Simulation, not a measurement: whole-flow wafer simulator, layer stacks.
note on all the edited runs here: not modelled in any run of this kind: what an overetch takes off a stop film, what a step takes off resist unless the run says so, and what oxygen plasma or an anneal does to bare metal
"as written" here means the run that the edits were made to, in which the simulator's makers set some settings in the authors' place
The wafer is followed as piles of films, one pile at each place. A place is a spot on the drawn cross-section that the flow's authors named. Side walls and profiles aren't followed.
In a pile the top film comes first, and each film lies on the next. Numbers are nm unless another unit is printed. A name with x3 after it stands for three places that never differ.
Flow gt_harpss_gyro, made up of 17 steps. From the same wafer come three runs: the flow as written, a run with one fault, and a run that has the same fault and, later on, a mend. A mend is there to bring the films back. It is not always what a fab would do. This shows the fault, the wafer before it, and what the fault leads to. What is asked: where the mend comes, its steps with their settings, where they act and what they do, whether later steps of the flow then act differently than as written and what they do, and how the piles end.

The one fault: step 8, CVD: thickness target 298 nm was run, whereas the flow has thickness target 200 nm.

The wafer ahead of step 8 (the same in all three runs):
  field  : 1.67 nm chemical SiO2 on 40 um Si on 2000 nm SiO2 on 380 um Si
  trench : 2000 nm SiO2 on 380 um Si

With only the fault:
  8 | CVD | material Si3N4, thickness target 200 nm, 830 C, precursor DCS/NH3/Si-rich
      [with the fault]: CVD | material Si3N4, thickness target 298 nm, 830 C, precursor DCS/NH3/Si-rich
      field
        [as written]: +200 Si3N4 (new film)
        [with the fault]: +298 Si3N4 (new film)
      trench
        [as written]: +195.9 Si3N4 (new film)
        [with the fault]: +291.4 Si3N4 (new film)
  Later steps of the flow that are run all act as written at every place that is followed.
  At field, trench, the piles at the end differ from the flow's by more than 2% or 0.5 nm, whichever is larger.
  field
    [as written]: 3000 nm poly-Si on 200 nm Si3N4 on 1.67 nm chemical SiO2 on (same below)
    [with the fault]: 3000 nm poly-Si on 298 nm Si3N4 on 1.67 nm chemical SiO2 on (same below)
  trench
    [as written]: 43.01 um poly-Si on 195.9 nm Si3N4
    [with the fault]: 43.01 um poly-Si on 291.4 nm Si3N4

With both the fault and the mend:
  The mend stands after step 8.
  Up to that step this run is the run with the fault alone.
  8a | ETCH | chemistry h3po4, depth target 97.21 nm
      field, trench
        -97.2 Si3N4
  Later steps of the flow that are run all act as written at every place that is followed.
  The piles end only slightly different from the flow's at the places that both follow, by no more than 2% or 0.5 nm, whichever is larger.
